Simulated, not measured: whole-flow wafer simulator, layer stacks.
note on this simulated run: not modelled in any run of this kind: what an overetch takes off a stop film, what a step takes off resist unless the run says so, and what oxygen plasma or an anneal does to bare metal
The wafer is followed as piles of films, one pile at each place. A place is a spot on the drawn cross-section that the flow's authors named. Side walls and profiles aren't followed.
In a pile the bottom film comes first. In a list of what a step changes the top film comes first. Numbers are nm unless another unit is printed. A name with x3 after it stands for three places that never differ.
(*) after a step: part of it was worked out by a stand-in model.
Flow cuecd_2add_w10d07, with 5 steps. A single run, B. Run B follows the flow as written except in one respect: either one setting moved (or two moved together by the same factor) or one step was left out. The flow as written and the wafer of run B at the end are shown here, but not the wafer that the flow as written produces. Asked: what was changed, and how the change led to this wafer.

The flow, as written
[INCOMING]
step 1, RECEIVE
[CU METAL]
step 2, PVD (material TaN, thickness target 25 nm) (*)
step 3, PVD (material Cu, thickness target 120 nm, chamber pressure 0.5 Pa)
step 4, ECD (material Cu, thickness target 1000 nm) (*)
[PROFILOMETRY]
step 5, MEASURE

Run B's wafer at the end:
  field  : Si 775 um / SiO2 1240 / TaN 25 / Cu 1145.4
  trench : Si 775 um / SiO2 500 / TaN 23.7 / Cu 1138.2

Cause: step 3, PVD: thickness target 145.4 nm was run, though the flow has thickness target 120 nm.

How this came from the change, step by step:
  step 3, PVD (material Cu, thickness target 120 nm, chamber pressure 0.5 Pa)
      field: Cu gains 145.4 (new film) (in the flow as written it would be: Cu gains 120 (new film))
      trench: Cu gains 138.2 (new film) (in the flow as written it would be: Cu gains 114 (new film))
